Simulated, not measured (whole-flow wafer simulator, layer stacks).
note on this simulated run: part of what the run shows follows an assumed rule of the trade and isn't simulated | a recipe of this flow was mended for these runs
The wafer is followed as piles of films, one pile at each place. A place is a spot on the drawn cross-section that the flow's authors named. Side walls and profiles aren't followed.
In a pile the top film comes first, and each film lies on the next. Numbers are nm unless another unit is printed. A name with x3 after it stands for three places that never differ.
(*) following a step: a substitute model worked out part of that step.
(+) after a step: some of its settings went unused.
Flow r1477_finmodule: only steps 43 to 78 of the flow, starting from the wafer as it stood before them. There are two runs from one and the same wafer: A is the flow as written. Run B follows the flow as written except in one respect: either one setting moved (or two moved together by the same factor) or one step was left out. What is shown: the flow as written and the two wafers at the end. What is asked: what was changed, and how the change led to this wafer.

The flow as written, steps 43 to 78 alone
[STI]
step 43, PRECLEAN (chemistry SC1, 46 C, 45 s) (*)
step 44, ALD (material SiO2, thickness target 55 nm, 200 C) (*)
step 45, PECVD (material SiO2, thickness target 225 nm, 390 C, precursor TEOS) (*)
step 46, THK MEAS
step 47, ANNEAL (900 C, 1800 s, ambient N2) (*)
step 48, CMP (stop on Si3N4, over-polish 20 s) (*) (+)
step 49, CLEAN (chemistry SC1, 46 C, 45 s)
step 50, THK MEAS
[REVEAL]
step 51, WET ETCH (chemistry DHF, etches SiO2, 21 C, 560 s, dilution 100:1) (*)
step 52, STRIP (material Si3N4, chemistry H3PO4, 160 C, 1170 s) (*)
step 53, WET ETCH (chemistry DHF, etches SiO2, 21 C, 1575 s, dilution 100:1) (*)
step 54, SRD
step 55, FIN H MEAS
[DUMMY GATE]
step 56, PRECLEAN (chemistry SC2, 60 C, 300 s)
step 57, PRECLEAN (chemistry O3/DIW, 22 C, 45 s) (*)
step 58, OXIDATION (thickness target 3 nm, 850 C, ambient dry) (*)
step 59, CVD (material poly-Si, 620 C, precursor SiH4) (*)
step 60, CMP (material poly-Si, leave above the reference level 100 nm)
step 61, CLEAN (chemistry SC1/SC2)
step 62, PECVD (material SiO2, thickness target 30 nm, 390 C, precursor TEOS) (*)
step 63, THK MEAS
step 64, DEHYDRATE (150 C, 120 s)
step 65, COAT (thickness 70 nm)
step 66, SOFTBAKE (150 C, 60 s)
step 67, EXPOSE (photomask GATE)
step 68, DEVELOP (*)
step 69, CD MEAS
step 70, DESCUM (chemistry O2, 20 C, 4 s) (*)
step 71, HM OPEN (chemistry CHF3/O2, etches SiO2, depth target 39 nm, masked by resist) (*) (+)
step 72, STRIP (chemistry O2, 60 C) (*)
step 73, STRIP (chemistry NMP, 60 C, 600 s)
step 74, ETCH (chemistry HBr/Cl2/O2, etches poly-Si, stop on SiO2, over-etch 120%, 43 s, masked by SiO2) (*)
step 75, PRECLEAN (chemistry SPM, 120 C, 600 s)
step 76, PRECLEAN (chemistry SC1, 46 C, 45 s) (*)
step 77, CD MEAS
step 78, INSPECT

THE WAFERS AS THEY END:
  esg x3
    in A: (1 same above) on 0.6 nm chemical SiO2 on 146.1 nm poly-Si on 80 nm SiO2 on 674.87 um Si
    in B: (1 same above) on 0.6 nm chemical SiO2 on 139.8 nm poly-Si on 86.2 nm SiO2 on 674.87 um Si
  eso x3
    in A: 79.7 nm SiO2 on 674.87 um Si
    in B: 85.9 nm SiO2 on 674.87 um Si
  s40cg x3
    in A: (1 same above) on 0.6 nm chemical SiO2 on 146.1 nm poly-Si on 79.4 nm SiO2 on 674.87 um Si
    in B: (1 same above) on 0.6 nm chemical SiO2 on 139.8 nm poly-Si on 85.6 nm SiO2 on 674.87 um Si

Cause: step 53, WET ETCH: 19 C was run, whereas the flow has 21 C.

The path from the change to this, step by step:
  step 53, WET ETCH (chemistry DHF, etches SiO2, 21 C, 1575 s, dilution 100:1) (*)
      esg x3, e200sg, s40cg x3, s40sg x3, eso x3, e200so, s40co x3, s40so x3: A -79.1 SiO2 | B -72.9 SiO2
      pad, padg: A -85.7 SiO2 | B -78.9 SiO2
  step 59, CVD (material poly-Si, 620 C, precursor SiH4) (*)
      esg x3, s40cg x3, s40sg x3, eso x3, s40co x3, s40so x3: A +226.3 poly-Si (new film) | B +220.1 poly-Si (new film)
      e200sg, e200so: A +219.2 poly-Si (new film) | B +213 poly-Si (new film)
  step 60, CMP (material poly-Si, leave above the reference level 100 nm)
      pad, padg: A -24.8 poly-Si | B -31.5 poly-Si
  step 74, ETCH (chemistry HBr/Cl2/O2, etches poly-Si, stop on SiO2, over-etch 120%, 43 s, masked by SiO2) (*)
      eso x3, e200so, s40so x3: A -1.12 chemical SiO2 (all of it), -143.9 poly-Si (all of it), -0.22 SiO2 | B -1.12 chemical SiO2 (all of it), -137.7 poly-Si (all of it), -0.25 SiO2
      s40co x3: A -1.12 chemical SiO2 (all of it), -143.9 poly-Si (all of it), -0.22 SiO2 | B -1.12 chemical SiO2 (all of it), -137.6 poly-Si (all of it), -0.25 SiO2
      (and at 1 other place as well)
